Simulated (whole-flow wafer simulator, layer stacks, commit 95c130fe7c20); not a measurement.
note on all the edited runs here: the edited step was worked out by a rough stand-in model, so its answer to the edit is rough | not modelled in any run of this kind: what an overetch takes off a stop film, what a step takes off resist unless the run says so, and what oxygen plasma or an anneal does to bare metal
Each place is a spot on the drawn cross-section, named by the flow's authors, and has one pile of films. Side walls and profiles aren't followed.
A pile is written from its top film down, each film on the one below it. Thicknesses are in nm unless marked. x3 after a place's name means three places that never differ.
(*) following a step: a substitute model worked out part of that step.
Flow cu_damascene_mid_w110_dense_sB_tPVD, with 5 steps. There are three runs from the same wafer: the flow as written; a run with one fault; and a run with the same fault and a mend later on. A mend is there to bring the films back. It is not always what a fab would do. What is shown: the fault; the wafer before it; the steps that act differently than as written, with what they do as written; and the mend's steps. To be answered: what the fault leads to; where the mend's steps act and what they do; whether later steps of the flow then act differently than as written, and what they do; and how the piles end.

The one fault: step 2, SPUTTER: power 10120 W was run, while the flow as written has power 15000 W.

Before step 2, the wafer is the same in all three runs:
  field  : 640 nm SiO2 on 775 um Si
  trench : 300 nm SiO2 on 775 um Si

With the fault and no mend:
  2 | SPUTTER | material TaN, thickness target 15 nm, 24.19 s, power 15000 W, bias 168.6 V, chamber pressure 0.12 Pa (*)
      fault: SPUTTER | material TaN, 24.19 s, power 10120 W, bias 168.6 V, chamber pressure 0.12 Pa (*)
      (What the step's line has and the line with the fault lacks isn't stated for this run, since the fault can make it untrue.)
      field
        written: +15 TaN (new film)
        fault: +10.1 TaN (new film)
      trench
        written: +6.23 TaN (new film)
        fault: +4.2 TaN (new film)
  Every later step of the flow that is run acts as written, at every place that is followed, to within 2% or 0.5 nm, whichever is larger.
  The piles end different from the flow's at field, trench by more than 2% or 0.5 nm, whichever is larger.
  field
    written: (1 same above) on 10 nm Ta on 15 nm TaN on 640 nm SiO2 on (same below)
    fault: (1 same above) on 10 nm Ta on 10.1 nm TaN on 640 nm SiO2 on (same below)
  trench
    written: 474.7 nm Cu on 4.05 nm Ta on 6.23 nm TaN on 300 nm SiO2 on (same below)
    fault: 471.8 nm Cu on 4.11 nm Ta on 4.2 nm TaN on 300 nm SiO2 on (same below)

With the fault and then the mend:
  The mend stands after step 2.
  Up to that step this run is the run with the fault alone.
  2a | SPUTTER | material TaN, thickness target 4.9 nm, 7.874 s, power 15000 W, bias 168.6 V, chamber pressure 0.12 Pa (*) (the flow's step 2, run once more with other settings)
      field
        +4.9 TaN
      trench
        +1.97 TaN
  Every later step of the flow that is run acts as written, at every place that is followed, to within 2% or 0.5 nm, whichever is larger.
  The piles end only slightly different from the flow's at the places that both follow, by no more than 2% or 0.5 nm, whichever is larger.
